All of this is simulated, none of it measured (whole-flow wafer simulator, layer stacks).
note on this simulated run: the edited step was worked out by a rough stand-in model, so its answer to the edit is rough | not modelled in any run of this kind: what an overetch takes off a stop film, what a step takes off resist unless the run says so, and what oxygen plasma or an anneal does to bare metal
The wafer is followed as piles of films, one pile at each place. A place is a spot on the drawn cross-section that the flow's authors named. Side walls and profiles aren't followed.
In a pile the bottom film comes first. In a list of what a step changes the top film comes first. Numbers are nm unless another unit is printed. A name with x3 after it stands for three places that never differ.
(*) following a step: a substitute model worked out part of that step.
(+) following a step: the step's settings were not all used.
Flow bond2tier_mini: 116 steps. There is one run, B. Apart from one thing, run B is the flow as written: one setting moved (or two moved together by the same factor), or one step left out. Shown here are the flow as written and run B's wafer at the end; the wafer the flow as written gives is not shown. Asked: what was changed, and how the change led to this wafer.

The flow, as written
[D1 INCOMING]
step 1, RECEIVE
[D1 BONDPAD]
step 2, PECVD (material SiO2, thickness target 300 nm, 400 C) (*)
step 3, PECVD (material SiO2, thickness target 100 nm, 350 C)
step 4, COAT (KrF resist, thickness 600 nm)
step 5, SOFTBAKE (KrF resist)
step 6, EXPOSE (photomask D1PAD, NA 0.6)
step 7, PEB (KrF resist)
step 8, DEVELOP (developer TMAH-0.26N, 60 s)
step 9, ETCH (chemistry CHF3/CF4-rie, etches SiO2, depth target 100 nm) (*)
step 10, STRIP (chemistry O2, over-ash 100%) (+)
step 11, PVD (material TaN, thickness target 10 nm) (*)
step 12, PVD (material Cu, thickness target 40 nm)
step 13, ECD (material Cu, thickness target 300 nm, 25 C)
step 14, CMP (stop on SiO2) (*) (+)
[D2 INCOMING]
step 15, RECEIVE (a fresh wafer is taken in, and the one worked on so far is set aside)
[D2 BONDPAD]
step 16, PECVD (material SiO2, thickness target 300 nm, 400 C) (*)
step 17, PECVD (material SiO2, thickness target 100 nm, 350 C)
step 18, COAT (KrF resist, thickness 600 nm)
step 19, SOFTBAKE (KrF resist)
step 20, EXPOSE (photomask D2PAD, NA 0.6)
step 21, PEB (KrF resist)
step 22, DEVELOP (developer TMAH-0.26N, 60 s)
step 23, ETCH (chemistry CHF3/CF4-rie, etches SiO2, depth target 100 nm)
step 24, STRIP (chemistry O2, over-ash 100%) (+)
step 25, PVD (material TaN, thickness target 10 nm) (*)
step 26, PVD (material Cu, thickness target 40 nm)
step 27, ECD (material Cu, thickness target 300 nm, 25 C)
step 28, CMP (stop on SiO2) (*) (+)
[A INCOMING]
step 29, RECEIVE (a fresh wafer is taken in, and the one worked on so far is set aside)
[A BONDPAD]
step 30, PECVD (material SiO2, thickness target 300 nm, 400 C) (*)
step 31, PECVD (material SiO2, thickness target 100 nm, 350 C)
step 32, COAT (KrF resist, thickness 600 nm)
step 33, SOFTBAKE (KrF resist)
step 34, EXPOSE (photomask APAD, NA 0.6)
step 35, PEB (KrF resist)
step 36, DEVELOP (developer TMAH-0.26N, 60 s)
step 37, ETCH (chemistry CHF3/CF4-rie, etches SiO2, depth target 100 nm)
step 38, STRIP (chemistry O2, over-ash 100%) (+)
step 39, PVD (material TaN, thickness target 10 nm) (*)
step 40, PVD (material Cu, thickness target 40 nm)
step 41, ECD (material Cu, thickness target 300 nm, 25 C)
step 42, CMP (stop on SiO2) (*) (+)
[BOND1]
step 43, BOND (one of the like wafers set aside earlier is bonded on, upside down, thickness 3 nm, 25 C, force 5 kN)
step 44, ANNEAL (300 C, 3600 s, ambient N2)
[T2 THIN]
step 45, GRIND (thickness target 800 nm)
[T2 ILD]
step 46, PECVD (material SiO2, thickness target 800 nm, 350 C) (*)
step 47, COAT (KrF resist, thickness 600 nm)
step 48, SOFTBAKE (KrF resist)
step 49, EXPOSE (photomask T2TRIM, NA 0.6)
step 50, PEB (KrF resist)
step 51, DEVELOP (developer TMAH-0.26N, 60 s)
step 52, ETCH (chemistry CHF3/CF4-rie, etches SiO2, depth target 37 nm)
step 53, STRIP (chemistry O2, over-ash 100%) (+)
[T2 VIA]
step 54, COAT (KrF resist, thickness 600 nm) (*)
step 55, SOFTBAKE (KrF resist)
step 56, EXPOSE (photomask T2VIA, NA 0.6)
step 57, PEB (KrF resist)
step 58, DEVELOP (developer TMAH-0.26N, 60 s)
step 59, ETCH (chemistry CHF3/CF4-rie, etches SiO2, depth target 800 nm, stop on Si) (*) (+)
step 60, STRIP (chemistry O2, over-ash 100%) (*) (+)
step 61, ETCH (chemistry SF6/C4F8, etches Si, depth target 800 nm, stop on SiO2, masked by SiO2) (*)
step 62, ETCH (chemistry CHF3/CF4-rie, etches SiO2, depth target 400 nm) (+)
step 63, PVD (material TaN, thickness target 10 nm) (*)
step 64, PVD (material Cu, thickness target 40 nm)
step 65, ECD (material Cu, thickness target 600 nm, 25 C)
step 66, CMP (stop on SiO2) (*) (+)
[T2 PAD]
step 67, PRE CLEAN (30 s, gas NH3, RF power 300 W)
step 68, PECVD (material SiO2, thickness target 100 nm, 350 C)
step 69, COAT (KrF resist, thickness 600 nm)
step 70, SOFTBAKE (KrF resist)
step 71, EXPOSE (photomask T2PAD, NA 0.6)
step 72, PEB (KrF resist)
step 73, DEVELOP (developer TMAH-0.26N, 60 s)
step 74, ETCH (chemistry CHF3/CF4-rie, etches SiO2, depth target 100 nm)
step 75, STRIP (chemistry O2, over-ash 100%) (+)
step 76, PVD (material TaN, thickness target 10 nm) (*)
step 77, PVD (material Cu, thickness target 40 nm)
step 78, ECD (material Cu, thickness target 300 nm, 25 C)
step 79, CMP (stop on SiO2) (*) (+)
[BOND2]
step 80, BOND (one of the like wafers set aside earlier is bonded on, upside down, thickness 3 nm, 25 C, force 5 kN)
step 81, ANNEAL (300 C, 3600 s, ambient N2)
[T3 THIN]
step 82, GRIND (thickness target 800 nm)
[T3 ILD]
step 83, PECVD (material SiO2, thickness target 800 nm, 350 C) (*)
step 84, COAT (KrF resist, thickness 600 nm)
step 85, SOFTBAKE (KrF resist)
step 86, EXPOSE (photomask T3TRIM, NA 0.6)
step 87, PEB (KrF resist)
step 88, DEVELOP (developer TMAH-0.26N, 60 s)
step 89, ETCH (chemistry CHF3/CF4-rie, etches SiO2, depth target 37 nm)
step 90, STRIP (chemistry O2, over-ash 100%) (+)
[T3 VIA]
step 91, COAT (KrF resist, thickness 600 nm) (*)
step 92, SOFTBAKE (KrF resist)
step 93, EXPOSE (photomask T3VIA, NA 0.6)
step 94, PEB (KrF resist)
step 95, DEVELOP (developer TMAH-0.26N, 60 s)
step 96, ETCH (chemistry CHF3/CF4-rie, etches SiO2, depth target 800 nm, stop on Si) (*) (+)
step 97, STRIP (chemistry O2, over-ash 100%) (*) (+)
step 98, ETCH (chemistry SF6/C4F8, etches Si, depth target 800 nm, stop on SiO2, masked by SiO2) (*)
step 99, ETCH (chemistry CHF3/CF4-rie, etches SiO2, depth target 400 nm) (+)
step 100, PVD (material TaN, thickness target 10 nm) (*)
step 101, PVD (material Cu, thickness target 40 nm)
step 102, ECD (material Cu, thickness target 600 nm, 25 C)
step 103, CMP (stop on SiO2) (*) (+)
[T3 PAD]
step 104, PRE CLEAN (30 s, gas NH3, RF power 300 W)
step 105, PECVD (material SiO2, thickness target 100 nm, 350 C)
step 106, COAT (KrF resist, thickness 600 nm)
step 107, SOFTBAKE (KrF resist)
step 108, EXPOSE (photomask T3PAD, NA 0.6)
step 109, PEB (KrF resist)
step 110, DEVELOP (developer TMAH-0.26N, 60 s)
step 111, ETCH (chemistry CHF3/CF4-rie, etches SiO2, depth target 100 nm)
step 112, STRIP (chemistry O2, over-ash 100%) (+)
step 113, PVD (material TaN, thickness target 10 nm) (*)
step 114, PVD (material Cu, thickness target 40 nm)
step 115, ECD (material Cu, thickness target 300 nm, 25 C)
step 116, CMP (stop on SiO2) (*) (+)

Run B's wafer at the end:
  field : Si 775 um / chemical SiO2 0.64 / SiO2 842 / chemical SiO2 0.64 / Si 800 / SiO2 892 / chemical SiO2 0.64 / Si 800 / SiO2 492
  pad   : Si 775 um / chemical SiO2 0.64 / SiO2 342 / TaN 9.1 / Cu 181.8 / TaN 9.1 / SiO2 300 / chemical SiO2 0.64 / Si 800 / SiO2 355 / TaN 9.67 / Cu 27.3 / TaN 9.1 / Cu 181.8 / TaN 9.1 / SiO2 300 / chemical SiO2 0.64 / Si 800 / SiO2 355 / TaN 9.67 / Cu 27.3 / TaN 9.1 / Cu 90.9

Cause: step 30, PECVD: thickness target 342 nm was run, though the flow has thickness target 300 nm.
The wafer itself shows it: pad has SiO2 342, and step 30 as written asks for 300 nm.

Step by step, how the change led to this:
  step 30, PECVD (material SiO2, thickness target 300 nm, 400 C) (*)
      field, pad, via: +342 SiO2 (new film) (as written it would have been: +300 SiO2 (new film))
